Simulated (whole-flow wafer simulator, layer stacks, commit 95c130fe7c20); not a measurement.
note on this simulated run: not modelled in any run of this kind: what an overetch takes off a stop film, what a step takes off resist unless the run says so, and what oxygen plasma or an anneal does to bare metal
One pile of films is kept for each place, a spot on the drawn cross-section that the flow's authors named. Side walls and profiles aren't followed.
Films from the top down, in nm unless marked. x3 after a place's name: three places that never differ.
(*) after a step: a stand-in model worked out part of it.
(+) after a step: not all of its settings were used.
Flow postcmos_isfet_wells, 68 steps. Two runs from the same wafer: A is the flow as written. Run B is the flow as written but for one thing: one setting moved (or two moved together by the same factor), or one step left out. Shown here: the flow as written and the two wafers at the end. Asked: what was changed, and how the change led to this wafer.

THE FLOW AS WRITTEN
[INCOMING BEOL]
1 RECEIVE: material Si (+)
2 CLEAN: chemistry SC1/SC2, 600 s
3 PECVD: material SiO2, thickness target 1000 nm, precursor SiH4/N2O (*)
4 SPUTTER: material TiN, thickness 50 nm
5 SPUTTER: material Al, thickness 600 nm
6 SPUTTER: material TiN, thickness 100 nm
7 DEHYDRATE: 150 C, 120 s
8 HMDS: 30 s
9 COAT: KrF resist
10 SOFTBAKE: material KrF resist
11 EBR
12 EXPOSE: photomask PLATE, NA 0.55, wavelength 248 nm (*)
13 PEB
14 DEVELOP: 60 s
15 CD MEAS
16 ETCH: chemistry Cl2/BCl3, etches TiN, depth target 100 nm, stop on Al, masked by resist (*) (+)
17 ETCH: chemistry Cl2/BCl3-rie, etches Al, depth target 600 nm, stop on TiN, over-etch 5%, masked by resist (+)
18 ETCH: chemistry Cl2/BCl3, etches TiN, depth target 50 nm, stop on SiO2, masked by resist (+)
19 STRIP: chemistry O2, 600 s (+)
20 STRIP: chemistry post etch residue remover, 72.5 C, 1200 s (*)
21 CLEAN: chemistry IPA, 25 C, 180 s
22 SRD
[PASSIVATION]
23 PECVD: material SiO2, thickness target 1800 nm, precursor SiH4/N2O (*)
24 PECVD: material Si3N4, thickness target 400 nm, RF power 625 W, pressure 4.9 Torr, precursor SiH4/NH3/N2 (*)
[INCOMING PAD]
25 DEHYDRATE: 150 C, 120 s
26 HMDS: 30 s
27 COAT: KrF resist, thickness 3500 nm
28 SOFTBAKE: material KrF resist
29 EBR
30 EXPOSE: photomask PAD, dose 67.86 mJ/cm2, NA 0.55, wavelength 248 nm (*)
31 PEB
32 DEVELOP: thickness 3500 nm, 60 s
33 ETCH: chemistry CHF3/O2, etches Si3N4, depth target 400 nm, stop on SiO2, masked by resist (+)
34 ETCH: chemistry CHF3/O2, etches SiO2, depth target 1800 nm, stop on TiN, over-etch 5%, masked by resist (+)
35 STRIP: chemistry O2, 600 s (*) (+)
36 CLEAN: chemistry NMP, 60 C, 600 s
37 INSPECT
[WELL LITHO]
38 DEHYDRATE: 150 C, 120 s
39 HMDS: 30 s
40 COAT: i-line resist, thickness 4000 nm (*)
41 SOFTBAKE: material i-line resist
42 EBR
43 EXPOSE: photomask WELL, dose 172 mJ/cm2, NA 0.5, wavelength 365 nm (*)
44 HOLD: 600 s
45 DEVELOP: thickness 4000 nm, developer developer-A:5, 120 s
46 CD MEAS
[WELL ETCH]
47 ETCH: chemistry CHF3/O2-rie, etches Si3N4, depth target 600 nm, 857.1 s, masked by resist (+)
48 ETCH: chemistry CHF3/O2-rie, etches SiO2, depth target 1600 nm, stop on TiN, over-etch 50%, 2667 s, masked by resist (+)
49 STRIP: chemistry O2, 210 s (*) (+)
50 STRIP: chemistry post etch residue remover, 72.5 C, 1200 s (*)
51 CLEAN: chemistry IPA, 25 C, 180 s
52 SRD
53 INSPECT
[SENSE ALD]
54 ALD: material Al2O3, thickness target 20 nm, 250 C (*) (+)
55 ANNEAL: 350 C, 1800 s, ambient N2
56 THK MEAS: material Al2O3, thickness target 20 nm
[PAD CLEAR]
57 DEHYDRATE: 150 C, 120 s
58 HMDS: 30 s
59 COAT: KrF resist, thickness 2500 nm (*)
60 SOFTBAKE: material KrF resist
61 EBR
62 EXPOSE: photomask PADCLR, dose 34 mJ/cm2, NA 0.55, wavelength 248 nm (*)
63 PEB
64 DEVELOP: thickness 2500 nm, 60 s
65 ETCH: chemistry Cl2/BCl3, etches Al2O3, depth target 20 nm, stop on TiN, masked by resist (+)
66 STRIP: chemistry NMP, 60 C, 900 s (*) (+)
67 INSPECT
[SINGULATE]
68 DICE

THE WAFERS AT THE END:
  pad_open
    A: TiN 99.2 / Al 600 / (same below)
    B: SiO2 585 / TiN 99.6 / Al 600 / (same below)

The cause: step 34, ETCH: depth target 1215 nm was run, where the flow has depth target 1800 nm.

How the change led to this, step by step:
  34 ETCH: chemistry CHF3/O2, etches SiO2, depth target 1800 nm, stop on TiN, over-etch 5%, masked by resist (+)
      pad_open: A SiO2 -1800 (all of it) | B SiO2 -1215
      field, margin, well900, well1300 x3, pad_rim, pad_clr: A KrF resist -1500 | B KrF resist -1012.5
  35 STRIP: chemistry O2, 600 s (*) (+)
      field, margin, well900, well1300 x3, pad_rim, pad_clr: A KrF resist -1613.3 (all of it) | B KrF resist -2100.8 (all of it)
  40 COAT: i-line resist, thickness 4000 nm (*)
      pad_clr: A i-line resist +3256.8 (new film) | B i-line resist +3442.4 (new film)
      pad_open: A i-line resist +4804.7 (new film) | B i-line resist +4593.8 (new film)
  41 SOFTBAKE: material i-line resist
      pad_clr: A i-line resist -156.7 | B i-line resist -101.1
      pad_open: A i-line resist +115.3 | B i-line resist +88
  49 STRIP: chemistry O2, 210 s (*) (+)
      pad_clr: A i-line resist -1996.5 (all of it) | B i-line resist -2237.6 (all of it)
      pad_open: A i-line resist -3816.3 (all of it) | B i-line resist -3578.2 (all of it)
  59 COAT: KrF resist, thickness 2500 nm (*)
      pad_rim: A KrF resist +1976.4 (new film) | B KrF resist +2113 (new film)
      pad_clr: A KrF resist +1691.6 (new film) | B KrF resist +1893.4 (new film)
      (and at 1 more place)
  60 SOFTBAKE: material KrF resist
      pad_clr: A KrF resist -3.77 | B KrF resist -3.26
  63 PEB
      pad_rim: A KrF resist -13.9 | B KrF resist -14.9
      pad_clr: A KrF resist -11.8 | B KrF resist -13.3
      (and at 1 more place)
  64 DEVELOP: thickness 2500 nm, 60 s
      pad_clr: A KrF resist -1676 (all of it) | B KrF resist -1876.9 (all of it)
      pad_open: A KrF resist -3045.1 (all of it) | B KrF resist -2895.5 (all of it)
  66 STRIP: chemistry NMP, 60 C, 900 s (*) (+)
      pad_rim: A KrF resist -1923.7 (all of it) | B KrF resist -2059 (all of it)
